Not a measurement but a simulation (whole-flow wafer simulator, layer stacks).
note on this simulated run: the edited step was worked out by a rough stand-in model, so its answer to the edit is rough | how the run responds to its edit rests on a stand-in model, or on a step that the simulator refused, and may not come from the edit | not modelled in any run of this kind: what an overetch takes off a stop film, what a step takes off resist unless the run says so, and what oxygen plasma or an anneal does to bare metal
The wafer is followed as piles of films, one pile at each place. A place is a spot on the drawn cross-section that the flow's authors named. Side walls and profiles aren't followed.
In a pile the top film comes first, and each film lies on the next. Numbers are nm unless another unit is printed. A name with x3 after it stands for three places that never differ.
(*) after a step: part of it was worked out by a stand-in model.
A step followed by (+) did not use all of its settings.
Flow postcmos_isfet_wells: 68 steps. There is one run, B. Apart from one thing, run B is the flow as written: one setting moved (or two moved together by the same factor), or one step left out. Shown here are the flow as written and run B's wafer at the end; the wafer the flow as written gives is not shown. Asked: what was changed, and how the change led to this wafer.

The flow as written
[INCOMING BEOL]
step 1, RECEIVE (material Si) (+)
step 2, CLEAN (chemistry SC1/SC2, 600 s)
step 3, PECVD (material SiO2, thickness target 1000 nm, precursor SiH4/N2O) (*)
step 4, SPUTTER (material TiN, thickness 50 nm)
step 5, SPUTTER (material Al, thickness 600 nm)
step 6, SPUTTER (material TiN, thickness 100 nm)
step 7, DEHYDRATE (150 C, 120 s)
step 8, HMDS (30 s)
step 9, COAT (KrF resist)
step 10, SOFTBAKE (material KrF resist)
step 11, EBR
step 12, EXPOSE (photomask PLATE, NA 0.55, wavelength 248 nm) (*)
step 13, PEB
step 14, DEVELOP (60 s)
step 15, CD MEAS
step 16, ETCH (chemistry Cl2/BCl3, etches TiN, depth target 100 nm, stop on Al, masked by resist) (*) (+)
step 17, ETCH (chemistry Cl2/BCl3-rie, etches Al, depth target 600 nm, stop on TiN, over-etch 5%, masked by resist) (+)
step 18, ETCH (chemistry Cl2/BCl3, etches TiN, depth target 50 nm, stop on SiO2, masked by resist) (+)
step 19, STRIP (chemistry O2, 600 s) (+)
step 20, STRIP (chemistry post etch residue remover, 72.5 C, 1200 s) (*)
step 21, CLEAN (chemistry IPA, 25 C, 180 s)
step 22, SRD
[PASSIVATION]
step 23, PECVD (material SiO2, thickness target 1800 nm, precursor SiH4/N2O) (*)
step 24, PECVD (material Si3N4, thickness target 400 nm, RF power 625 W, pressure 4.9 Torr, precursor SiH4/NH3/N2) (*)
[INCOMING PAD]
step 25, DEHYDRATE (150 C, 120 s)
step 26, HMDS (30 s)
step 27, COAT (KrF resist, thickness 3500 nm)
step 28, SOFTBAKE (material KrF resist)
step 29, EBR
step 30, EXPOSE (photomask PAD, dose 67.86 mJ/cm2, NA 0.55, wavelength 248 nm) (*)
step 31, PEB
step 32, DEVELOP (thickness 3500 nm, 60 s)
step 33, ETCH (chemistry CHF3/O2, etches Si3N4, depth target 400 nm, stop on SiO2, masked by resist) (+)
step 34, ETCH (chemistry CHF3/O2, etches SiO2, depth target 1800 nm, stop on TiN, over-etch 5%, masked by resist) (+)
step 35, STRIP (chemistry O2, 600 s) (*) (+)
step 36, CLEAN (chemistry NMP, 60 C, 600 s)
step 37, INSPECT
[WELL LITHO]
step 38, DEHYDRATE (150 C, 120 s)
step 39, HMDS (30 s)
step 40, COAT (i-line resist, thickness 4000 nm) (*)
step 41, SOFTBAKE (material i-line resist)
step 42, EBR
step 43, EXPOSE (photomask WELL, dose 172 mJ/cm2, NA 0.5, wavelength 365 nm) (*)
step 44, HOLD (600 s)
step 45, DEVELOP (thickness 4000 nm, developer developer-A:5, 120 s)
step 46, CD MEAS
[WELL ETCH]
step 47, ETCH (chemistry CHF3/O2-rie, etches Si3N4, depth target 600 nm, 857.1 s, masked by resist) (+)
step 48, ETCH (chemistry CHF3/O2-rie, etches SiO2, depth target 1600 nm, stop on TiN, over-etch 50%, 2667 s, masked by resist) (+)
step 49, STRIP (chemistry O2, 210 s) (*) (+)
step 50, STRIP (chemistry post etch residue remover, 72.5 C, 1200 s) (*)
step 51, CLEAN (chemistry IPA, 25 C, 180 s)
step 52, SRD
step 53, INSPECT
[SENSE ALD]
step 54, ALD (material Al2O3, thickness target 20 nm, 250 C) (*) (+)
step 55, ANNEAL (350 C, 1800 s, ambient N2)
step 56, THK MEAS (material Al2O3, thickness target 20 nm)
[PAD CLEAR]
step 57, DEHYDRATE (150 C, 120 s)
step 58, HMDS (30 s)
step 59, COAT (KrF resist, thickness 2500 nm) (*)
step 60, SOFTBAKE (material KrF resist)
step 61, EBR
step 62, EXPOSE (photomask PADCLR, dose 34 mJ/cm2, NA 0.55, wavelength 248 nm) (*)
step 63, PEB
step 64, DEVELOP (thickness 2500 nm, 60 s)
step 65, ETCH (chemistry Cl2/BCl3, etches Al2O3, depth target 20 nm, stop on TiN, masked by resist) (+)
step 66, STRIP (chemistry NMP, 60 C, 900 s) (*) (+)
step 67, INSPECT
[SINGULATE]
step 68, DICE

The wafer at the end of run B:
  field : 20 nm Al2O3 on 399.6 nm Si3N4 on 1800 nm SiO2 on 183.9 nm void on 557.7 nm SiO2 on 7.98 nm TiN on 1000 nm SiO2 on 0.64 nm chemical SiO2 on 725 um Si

What caused this: step 16, ETCH: depth target 87.5 nm was run, while the flow as written has depth target 100 nm.

The path from the change to this, step by step:
  step 16, ETCH (chemistry Cl2/BCl3, etches TiN, depth target 100 nm, stop on Al, masked by resist) (*) (+)
      field: TiN loses 87.5 (it would be, as written: TiN loses 100 (all of it))
      margin, well900, well1300 x3, pad_rim, pad_clr, pad_open: KrF resist loses 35 (it would be, as written: KrF resist loses 40)
  step 17, ETCH (chemistry Cl2/BCl3-rie, etches Al, depth target 600 nm, stop on TiN, over-etch 5%, masked by resist) (+)
      field: TiN loses 12.5 (all of it), Al loses 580 (it would be, as written: Al loses 600 (all of it))
  step 18, ETCH (chemistry Cl2/BCl3, etches TiN, depth target 50 nm, stop on SiO2, masked by resist) (+)
      field: Al loses 20 (all of it), TiN loses 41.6 (it would be, as written: TiN loses 50 (all of it))
  step 23, PECVD (material SiO2, thickness target 1800 nm, precursor SiH4/N2O) (*)
      field: SiO2 gains 1800 (new film), void gains 183.9 (new film), SiO2 gains 557.7 (new film) (it would be, as written: SiO2 gains 1800 (new film), void gains 189.9 (new film), SiO2 gains 559.7)
If metal films that touch count as one body, field has 1 body; the flow as written gives 0 bodies.
